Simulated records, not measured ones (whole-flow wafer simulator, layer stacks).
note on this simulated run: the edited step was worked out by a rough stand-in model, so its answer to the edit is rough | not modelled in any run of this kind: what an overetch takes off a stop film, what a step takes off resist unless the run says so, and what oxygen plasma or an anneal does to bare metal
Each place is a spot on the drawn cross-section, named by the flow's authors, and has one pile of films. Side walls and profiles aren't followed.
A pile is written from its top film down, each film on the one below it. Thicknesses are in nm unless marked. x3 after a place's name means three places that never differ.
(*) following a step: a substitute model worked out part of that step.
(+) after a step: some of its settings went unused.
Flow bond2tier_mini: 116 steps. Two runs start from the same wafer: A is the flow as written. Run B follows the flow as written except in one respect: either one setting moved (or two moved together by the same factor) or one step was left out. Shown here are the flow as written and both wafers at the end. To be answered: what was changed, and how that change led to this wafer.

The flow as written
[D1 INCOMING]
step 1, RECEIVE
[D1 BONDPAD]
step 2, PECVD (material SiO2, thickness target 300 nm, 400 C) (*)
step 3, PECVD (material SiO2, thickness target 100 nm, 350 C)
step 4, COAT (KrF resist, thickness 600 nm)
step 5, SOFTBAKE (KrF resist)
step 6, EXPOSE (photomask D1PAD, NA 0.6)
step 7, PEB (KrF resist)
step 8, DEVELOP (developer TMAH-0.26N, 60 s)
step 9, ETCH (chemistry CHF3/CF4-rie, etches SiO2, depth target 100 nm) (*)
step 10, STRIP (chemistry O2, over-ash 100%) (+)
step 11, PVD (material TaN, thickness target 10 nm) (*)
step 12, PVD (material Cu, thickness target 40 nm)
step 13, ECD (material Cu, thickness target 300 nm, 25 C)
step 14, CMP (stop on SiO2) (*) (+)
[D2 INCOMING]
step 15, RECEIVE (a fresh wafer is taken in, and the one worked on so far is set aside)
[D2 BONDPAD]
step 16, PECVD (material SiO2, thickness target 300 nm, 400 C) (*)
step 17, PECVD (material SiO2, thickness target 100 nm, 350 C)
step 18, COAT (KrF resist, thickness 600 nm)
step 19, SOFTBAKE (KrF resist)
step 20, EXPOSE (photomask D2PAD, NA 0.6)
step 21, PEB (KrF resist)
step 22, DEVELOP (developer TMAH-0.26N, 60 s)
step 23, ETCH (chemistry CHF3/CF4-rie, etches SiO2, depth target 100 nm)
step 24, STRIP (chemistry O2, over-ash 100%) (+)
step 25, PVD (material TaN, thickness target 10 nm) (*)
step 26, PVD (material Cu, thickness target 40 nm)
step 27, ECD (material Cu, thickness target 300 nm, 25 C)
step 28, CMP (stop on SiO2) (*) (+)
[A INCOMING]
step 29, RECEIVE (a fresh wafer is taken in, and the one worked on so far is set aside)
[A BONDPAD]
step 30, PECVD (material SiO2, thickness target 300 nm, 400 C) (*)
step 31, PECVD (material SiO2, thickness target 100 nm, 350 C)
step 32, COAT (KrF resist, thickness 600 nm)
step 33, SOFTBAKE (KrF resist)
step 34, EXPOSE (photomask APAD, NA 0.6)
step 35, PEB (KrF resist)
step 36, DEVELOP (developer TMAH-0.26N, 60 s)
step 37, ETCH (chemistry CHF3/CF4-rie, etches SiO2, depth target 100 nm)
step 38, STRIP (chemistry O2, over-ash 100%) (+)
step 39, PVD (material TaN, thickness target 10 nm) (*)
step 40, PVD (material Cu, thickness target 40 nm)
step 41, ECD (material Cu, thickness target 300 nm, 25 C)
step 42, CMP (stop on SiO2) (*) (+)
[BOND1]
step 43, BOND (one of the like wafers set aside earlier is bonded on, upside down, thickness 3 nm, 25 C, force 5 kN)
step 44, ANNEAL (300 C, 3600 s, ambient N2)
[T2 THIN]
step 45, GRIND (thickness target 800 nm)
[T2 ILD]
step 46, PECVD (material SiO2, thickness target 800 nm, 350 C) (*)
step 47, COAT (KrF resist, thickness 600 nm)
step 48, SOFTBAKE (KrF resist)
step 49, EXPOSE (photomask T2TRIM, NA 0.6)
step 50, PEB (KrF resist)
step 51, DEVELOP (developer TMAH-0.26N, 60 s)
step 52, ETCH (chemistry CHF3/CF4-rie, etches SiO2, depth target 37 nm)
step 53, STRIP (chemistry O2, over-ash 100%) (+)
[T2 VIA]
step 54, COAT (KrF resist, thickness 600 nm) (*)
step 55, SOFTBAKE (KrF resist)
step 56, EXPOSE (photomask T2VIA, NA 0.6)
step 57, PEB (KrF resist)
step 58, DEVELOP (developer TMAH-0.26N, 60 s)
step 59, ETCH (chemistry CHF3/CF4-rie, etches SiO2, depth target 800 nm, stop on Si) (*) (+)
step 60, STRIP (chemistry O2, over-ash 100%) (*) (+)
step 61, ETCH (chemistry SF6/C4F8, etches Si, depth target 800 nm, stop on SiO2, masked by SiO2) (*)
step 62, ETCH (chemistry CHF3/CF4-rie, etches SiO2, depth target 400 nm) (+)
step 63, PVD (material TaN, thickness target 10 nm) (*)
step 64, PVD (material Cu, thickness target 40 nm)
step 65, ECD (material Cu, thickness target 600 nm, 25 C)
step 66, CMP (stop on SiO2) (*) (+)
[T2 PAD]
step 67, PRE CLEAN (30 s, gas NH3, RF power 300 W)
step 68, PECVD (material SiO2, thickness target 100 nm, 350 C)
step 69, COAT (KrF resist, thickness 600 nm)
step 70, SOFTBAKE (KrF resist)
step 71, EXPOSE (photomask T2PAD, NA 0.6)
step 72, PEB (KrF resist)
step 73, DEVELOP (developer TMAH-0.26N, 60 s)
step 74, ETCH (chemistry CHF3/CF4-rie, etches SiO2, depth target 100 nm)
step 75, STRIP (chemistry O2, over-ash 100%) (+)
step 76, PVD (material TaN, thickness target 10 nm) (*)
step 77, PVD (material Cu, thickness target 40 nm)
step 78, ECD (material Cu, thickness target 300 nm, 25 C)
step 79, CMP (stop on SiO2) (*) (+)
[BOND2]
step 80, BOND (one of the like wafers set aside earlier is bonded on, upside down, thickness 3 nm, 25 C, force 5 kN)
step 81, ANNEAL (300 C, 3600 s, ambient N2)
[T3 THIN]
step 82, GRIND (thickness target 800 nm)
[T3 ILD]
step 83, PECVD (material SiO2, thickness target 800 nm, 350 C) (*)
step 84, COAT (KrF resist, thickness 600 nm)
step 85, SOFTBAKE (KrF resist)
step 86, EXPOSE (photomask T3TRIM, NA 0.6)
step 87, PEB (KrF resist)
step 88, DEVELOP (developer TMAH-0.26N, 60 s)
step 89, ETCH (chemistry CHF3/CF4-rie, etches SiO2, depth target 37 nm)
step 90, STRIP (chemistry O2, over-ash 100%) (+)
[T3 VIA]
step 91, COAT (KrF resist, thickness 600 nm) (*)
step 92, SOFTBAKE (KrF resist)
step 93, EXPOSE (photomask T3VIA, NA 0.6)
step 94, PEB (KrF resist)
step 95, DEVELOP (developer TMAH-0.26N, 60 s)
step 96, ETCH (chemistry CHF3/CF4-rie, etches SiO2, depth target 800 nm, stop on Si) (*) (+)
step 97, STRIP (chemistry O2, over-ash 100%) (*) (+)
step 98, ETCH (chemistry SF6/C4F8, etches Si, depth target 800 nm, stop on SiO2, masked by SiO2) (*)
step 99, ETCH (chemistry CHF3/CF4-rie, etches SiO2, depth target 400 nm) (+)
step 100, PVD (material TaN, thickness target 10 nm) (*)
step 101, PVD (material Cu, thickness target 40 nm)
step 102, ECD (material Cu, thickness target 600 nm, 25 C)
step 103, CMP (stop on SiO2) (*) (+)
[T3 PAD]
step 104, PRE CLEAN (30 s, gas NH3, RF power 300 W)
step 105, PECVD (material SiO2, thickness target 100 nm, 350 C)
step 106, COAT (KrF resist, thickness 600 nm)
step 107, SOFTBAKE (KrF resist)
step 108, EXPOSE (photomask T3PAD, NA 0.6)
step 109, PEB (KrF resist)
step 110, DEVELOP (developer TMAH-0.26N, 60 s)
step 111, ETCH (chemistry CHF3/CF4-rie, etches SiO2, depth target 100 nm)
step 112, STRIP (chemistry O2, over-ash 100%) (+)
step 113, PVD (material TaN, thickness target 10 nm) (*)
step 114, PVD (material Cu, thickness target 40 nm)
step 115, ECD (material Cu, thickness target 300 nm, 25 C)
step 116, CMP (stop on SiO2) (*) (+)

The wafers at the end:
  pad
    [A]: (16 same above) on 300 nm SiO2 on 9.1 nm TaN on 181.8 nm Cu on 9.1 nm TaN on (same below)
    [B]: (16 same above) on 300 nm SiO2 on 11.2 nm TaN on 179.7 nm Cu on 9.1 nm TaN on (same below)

The reason: step 11, PVD: thickness target 12.3 nm was run, though the flow has thickness target 10 nm.

The path from the change to this, step by step:
  step 11, PVD (material TaN, thickness target 10 nm) (*)
      field: A TaN gains 10 (new film) | B TaN gains 12.3 (new film)
      pad: A TaN gains 9.1 (new film) | B TaN gains 11.2 (new film)
      (as well as at 1 more place)
  step 14, CMP (stop on SiO2) (*) (+)
      field: A Cu loses 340 (all of it), TaN loses 10 (all of it) | B Cu loses 340 (all of it), TaN loses 12.3 (all of it)
  step 43, BOND (one of the like wafers set aside earlier is bonded on, upside down, thickness 3 nm, 25 C, force 5 kN)
      pad: A Si gains 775 um (new film), chemical SiO2 gains 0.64 (new film), SiO2 gains 300 (new film), TaN gains 9.1 (new film), Cu gains 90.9 | B Si gains 775 um (new film), chemical SiO2 gains 0.64 (new film), SiO2 gains 300 (new film), TaN gains 11.2 (new film), Cu gains 88.8
      via: A Si gains 775 um (new film), chemical SiO2 gains 0.64 (new film), SiO2 gains 300 (new film), TaN gains 9.97 (new film), Cu gains 90 | B Si gains 775 um (new film), chemical SiO2 gains 0.64 (new film), SiO2 gains 300 (new film), TaN gains 12.3 (new film), Cu gains 87.7
